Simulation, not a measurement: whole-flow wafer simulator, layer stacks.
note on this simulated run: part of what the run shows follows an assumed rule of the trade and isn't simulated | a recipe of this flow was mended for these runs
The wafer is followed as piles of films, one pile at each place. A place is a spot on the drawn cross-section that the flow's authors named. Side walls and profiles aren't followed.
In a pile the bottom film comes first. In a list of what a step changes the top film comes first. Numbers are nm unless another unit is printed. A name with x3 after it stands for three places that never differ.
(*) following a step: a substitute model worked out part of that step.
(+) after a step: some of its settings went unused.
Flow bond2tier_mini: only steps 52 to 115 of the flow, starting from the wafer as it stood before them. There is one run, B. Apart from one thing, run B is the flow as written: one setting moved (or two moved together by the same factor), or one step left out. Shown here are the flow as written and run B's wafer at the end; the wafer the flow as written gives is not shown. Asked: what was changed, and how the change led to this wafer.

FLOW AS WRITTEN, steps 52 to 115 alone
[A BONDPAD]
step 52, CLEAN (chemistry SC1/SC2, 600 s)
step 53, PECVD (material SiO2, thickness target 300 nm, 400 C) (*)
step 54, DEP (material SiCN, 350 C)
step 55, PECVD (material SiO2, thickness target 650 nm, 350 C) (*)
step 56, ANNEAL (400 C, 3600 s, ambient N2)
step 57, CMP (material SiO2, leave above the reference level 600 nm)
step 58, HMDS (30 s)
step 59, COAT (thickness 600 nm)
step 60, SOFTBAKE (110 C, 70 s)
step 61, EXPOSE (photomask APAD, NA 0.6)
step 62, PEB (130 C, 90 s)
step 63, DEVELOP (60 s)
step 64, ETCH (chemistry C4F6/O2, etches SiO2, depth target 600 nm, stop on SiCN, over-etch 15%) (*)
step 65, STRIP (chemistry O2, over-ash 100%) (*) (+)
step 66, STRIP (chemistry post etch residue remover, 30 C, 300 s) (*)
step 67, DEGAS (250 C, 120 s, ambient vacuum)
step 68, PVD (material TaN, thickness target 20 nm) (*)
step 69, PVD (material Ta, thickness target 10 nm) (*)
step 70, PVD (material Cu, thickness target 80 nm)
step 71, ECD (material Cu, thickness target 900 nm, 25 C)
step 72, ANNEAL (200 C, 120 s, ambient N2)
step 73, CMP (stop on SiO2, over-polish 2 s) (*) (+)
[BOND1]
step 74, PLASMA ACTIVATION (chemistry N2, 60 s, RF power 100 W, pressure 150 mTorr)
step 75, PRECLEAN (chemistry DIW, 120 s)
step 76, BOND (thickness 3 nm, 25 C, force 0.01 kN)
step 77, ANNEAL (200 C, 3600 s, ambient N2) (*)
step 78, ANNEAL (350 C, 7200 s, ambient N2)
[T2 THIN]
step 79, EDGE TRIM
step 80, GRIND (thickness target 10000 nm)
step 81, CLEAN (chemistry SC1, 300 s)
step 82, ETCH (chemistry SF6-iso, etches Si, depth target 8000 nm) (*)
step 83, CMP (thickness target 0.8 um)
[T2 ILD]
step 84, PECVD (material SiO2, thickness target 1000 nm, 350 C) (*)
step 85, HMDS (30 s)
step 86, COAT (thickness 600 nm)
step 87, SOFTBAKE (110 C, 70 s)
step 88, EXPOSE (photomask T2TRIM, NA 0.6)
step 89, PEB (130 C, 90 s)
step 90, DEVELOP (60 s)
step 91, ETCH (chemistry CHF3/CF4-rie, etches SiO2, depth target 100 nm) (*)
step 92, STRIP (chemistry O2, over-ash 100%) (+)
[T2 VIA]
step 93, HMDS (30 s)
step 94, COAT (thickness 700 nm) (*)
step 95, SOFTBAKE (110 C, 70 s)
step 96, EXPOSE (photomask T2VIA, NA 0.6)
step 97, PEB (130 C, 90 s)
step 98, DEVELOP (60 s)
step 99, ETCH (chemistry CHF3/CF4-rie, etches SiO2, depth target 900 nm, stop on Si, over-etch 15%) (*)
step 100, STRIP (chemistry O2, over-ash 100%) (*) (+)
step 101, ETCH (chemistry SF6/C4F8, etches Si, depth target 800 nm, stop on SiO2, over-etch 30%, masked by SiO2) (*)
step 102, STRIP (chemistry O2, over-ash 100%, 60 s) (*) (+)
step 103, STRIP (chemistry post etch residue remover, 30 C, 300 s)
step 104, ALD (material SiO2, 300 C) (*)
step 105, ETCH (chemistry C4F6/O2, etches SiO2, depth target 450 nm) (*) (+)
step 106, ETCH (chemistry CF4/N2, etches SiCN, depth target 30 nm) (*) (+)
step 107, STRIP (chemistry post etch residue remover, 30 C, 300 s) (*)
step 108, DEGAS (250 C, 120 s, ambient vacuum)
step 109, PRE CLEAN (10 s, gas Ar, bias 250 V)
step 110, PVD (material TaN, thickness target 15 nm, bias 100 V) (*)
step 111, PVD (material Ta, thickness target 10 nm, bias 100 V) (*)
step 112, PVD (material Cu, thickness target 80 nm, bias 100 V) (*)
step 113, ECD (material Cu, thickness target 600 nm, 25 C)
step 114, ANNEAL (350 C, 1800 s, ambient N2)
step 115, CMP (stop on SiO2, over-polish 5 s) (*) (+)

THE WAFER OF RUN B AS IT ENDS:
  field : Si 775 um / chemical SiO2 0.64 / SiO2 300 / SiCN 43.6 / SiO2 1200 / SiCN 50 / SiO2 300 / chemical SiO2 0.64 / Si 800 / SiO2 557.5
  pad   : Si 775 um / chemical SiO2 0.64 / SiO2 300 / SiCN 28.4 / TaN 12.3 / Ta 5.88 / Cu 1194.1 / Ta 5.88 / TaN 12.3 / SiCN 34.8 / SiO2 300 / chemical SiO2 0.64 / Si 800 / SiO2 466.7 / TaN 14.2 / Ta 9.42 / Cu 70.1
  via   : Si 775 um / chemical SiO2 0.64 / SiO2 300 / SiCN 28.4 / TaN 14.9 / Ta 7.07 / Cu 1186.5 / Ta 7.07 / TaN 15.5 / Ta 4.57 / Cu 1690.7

The reason: step 54, DEP: 384 C was run, while the flow as written has 350 C.

Step by step, how the change led to this:
  step 54, DEP (material SiCN, 350 C)
      field, pad, via: SiCN gains 43.6 (new film) (in the flow as written it would be: SiCN gains 50 (new film))
